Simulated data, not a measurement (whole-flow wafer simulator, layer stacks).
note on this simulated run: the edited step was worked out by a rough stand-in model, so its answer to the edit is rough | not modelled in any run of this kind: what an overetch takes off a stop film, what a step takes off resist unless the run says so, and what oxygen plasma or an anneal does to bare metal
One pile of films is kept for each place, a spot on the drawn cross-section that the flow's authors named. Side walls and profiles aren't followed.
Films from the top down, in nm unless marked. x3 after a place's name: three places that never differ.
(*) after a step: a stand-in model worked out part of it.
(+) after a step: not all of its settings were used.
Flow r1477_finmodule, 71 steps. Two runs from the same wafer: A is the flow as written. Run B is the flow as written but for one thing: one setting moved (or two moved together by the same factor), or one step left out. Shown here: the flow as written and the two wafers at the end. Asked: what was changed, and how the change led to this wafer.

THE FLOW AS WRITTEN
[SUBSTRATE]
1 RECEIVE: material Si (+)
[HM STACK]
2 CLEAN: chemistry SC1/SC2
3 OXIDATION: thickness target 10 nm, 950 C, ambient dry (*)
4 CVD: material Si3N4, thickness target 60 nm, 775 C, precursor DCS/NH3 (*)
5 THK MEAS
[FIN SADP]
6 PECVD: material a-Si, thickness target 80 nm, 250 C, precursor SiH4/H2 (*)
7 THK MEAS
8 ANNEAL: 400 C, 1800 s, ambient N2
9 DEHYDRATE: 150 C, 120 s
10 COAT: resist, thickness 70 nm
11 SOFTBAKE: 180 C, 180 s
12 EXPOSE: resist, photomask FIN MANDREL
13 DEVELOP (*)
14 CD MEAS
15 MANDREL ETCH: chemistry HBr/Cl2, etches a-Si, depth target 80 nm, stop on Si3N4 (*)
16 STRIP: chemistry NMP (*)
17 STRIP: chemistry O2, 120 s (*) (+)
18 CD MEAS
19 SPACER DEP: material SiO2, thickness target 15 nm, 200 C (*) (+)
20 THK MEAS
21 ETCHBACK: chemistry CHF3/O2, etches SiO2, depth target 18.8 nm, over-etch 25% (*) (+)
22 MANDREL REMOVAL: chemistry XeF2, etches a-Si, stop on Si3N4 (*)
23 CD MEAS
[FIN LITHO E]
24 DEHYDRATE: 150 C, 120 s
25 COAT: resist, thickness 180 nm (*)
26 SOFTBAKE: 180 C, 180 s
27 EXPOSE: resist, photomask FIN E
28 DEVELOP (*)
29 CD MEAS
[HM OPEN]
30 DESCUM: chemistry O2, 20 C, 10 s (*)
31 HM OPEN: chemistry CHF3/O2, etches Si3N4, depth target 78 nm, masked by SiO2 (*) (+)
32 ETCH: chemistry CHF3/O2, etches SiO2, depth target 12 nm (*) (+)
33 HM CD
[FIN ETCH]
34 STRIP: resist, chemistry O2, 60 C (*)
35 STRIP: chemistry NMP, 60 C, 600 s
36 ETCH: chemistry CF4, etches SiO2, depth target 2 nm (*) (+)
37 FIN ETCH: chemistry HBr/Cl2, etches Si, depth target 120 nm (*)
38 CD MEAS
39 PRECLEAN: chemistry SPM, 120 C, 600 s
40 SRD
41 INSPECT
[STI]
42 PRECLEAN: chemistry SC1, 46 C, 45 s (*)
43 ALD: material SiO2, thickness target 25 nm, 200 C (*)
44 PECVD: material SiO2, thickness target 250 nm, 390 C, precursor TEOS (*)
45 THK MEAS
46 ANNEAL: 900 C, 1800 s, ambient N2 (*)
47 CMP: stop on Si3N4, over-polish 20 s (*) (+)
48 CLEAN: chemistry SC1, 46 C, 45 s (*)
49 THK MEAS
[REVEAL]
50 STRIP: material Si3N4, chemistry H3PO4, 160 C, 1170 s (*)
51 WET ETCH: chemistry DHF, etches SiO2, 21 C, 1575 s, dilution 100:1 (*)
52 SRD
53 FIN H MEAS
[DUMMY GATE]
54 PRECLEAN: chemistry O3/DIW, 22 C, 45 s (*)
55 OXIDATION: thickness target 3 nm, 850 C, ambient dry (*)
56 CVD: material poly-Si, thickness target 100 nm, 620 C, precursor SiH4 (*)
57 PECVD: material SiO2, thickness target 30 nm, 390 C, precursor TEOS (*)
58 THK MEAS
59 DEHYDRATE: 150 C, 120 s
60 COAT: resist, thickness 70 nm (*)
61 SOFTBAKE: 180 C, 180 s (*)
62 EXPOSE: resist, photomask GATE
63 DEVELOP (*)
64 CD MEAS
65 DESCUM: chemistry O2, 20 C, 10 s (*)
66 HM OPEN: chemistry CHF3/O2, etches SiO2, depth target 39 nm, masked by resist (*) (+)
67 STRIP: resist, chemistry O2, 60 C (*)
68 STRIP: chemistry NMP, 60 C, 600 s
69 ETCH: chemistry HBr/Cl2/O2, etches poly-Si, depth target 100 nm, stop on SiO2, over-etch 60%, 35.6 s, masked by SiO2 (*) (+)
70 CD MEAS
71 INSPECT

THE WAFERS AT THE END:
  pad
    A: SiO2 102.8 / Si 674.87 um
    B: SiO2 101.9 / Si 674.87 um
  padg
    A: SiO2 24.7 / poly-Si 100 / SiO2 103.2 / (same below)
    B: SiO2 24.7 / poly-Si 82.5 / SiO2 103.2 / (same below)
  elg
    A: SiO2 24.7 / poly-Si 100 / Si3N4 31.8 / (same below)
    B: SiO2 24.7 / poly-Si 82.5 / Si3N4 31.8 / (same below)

The cause: step 56, CVD: thickness target 82.5 nm was run, where the flow has thickness target 100 nm.
It can be read off the wafer: padg has poly-Si 82.5, and step 56 as written asks for 100 nm.

How the change led to this, step by step:
  56 CVD: material poly-Si, thickness target 100 nm, 620 C, precursor SiH4 (*)
      pad, padg, elg and 26 more: A poly-Si +100 (new film) | B poly-Si +82.5 (new film)
      s40cg, s40co: A poly-Si +113.9 (new film) | B poly-Si +96 (new film)
      (and at 5 more places)
  67 STRIP: resist, chemistry O2, 60 C (*)
      s50cg: A resist -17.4 (all of it) | B resist -18 (all of it)
  69 ETCH: chemistry HBr/Cl2/O2, etches poly-Si, depth target 100 nm, stop on SiO2, over-etch 60%, 35.6 s, masked by SiO2 (*) (+)
      pad, eso, e40so and 8 more: A chemical SiO2 -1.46 (all of it), poly-Si -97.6 (all of it), SiO2 -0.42 | B chemical SiO2 -1.46 (all of it), poly-Si -80.1 (all of it), SiO2 -1.3
      elo, e40lo, e100lo, e200lo: A chemical SiO2 -1.46 (all of it), poly-Si -97.6 (all of it), Si3N4 -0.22 | B chemical SiO2 -1.46 (all of it), poly-Si -80.1 (all of it), Si3N4 -1.81
      (and at 3 more places)
